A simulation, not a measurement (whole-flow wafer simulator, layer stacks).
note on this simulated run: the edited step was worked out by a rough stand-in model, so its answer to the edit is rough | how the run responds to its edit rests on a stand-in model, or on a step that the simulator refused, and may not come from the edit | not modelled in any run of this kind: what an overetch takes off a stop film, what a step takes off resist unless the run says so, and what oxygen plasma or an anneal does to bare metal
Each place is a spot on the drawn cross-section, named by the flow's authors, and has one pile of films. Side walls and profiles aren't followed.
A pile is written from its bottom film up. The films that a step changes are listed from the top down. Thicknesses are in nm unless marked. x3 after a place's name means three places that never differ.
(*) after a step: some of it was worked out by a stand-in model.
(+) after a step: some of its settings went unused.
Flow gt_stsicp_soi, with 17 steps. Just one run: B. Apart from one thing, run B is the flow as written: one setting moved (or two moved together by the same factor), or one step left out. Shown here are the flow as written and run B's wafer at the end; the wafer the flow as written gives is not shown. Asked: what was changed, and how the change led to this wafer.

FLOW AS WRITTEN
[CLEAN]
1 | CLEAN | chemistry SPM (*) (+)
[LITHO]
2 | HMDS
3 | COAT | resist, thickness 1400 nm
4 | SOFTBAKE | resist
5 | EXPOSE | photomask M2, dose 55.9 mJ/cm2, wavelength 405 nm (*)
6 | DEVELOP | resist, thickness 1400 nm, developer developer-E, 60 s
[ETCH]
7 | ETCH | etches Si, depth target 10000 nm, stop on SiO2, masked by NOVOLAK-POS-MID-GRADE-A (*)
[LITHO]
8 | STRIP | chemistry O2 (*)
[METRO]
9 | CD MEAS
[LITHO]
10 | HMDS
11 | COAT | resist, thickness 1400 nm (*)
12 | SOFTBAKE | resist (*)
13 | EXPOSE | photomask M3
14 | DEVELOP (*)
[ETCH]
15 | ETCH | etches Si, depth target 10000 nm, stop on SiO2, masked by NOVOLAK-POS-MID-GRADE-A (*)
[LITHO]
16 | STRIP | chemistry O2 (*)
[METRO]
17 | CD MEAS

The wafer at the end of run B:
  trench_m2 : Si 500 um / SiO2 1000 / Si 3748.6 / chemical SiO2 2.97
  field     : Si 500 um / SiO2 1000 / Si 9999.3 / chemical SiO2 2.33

What caused this: step 7, ETCH: depth target 6250 nm was run, though the flow has depth target 10000 nm.

Step by step, how the change led to this:
  7 | ETCH | etches Si, depth target 10000 nm, stop on SiO2, masked by NOVOLAK-POS-MID-GRADE-A (*)
      trench_m2: chemical SiO2 loses 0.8 (all of it), Si loses 6250 (in the flow as written it would be: chemical SiO2 loses 0.8 (all of it), Si loses 9999.9 (all of it))
      field, trench_m3: resist loses 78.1 (in the flow as written it would be: resist loses 125)
  8 | STRIP | chemistry O2 (*)
      trench_m2: chemical SiO2 gains 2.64 (new film), Si loses 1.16 (in the flow as written it would be: nothing)
      field, trench_m3: resist loses 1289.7 (all of it), chemical SiO2 gains 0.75, Si loses 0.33 (in the flow as written it would be: resist loses 1242.8 (all of it), chemical SiO2 gains 0.74, Si loses 0.33)
  11 | COAT | resist, thickness 1400 nm (*)
      trench_m2: resist gains 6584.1 (new film) (in the flow as written it would be: resist gains 9583.4 (new film))
      trench_m3: resist gains 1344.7 (new film) (in the flow as written it would be: resist gains 1311.7 (new film))
  12 | SOFTBAKE | resist (*)
      trench_m2: resist gains 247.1 (in the flow as written it would be: nothing)
      trench_m3: resist gains 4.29 (in the flow as written it would be: nothing)
  14 | DEVELOP (*)
      trench_m3: resist loses 1349 (all of it) (in the flow as written it would be: resist loses 1311.7 (all of it))
  16 | STRIP | chemistry O2 (*)
      trench_m2: resist loses 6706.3 (all of it), chemical SiO2 gains 0.34, Si loses 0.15 (in the flow as written it would be: resist loses 9458.4 (all of it))
      field: resist loses 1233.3 (all of it), chemical SiO2 gains 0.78, Si loses 0.34 (in the flow as written it would be: resist loses 1207.8 (all of it), chemical SiO2 gains 0.94, Si loses 0.41)
